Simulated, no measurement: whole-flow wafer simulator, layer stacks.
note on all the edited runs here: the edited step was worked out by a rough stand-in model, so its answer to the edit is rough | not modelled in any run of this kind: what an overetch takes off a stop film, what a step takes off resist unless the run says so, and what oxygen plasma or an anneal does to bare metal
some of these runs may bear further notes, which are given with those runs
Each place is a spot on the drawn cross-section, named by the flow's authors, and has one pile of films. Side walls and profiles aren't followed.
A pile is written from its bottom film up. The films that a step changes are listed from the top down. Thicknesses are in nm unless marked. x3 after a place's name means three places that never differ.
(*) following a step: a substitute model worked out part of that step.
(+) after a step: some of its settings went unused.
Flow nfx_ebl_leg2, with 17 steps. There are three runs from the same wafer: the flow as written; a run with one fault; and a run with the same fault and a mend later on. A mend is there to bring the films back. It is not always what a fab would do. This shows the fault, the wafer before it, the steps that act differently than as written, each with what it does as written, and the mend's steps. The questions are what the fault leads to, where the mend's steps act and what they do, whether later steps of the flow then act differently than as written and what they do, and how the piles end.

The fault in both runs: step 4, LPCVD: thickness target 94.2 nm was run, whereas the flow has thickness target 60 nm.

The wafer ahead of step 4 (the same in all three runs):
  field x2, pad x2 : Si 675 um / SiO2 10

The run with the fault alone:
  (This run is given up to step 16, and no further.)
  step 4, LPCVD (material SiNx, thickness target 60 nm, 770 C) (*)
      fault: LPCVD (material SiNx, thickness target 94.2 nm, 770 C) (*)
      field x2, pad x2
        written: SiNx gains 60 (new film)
        fault: SiNx gains 94.2 (new film)
  Later steps of the flow acting differently than as written:
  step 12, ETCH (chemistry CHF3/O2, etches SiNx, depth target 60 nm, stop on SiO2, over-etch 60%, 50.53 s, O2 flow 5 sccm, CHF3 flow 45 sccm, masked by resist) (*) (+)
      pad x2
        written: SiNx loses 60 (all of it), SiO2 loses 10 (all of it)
        fault: SiNx loses 94.2 (all of it), SiO2 loses 0.9
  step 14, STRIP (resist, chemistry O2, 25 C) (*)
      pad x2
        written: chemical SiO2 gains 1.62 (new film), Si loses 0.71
        fault: nothing
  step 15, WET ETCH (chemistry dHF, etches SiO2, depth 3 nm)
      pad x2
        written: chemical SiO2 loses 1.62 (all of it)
        fault: SiO2 loses 3
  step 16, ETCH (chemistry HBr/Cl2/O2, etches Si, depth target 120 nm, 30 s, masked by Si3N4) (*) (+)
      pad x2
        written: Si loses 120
        fault: SiO2 loses 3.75
  After step 16, at field x2, pad x2, the piles differ from the flow's by more than 2% or 0.5 nm, whichever is larger.
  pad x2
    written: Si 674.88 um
    fault: Si 675 um / SiO2 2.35
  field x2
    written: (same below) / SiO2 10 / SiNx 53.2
    fault: (same below) / SiO2 10 / SiNx 87.4

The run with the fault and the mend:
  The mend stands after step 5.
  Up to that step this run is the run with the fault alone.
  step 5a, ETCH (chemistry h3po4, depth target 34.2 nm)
      field x2, pad x2
        SiNx loses 34.2
  Every later step of the flow that is run acts as written at every place that is followed.
  The piles end the same as the flow's at every place that both follow.
